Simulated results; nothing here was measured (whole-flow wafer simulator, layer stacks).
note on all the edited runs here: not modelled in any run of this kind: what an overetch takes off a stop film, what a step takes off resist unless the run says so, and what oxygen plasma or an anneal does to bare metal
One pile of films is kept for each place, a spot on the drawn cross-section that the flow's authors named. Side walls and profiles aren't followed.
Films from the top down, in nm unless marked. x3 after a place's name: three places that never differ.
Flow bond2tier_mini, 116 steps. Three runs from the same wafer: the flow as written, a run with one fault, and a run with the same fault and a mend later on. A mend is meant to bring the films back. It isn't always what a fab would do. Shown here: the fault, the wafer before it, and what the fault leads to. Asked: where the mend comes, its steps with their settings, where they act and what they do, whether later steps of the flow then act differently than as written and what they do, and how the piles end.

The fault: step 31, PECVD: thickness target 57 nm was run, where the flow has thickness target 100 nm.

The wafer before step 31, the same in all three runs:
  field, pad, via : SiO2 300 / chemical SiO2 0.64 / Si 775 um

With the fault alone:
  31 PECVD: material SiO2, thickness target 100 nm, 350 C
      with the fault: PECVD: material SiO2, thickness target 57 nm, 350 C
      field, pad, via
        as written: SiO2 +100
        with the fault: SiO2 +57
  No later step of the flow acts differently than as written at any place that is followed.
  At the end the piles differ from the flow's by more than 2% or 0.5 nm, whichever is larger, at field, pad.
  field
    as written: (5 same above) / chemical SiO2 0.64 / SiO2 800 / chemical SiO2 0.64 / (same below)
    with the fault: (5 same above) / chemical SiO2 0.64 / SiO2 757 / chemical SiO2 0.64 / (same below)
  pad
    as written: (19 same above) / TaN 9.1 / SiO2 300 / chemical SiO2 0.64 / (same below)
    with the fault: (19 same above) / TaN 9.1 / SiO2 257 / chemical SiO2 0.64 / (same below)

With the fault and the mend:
  The mend comes after step 31.
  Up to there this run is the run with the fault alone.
  31a PECVD: material SiO2, thickness target 43 nm, 350 C (the flow's step 31 once more, with other settings)
      field, pad, via
        SiO2 +43
  No later step of the flow acts differently than as written at any place that is followed.
  At the end the piles are the same as the flow's at every place that both follow.
